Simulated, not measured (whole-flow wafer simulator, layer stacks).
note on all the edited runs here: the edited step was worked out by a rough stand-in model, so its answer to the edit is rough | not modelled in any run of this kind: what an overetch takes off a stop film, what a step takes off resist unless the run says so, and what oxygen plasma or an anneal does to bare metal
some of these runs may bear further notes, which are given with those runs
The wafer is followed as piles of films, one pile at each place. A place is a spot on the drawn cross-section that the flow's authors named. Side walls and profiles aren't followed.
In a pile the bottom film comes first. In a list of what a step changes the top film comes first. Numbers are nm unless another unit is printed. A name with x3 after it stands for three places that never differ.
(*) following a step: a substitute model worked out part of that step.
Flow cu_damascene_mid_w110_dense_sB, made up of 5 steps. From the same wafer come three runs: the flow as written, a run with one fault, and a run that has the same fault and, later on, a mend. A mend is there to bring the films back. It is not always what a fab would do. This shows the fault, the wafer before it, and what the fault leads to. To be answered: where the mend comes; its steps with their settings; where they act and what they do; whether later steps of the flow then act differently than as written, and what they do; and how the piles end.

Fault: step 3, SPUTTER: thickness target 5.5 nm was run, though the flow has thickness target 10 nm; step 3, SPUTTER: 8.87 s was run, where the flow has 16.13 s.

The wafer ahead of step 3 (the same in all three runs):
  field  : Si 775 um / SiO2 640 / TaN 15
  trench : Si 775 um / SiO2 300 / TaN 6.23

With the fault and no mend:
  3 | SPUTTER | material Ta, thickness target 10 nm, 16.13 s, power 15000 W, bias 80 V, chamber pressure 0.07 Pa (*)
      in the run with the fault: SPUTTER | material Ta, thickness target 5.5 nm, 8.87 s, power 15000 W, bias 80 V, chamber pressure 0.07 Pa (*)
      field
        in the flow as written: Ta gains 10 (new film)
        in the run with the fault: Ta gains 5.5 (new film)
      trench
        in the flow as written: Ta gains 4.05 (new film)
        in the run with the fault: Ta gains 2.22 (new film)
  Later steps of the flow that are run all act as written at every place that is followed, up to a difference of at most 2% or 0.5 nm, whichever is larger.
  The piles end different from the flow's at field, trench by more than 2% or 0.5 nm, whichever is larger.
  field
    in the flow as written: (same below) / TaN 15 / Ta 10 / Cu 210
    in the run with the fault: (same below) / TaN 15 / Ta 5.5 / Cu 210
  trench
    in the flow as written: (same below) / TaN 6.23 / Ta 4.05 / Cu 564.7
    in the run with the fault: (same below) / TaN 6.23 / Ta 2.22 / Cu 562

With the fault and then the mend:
  The mend follows step 3.
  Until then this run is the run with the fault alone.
  3a | SPUTTER | material Ta, thickness target 4.5 nm, 7.258 s, power 15000 W, bias 80 V, chamber pressure 0.07 Pa (*) (a further turn of the flow's step 3, with different settings)
      field
        Ta gains 4.5
      trench
        Ta gains 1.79
  Later steps of the flow that are run all act as written at every place that is followed.
  The piles end only slightly different from the flow's at the places that both follow, by no more than 2% or 0.5 nm, whichever is larger.
